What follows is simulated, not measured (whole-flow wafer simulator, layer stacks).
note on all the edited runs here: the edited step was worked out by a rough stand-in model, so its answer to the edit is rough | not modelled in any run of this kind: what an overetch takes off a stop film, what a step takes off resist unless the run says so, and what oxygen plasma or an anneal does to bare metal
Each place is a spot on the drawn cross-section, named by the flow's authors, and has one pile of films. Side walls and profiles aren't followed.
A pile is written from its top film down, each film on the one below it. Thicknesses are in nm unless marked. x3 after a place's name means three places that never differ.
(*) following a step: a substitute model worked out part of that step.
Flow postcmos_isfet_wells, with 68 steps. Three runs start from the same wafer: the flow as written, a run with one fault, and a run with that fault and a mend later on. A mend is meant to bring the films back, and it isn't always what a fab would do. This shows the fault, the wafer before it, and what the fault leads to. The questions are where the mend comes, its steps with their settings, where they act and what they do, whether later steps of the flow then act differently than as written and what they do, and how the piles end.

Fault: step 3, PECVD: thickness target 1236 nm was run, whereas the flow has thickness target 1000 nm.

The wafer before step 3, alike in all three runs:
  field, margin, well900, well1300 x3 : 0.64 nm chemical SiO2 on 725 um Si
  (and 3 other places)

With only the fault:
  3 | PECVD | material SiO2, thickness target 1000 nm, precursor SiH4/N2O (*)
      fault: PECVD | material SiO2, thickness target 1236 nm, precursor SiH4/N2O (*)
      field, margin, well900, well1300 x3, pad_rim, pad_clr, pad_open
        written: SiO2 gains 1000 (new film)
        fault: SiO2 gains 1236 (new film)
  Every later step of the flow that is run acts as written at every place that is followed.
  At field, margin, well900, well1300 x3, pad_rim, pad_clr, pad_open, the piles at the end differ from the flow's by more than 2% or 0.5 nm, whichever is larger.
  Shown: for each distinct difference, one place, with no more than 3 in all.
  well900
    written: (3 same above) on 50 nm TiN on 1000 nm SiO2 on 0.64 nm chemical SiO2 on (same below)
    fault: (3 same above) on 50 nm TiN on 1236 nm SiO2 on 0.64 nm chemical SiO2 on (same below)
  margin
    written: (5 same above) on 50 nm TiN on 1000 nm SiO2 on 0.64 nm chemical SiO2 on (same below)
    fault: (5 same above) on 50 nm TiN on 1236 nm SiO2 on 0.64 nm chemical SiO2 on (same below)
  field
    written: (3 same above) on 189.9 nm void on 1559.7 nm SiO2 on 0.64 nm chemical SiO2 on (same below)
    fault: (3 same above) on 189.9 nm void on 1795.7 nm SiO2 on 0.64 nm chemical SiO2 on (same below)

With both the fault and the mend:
  After step 3 comes the mend.
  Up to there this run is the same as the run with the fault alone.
  3a | ETCH | chemistry boe, depth target 236 nm
      field, margin, well900, well1300 x3, pad_rim, pad_clr, pad_open
        SiO2 loses 236
  Every later step of the flow that is run acts as written at every place that is followed.
  At every place that both follow, the piles at the end match the flow's.
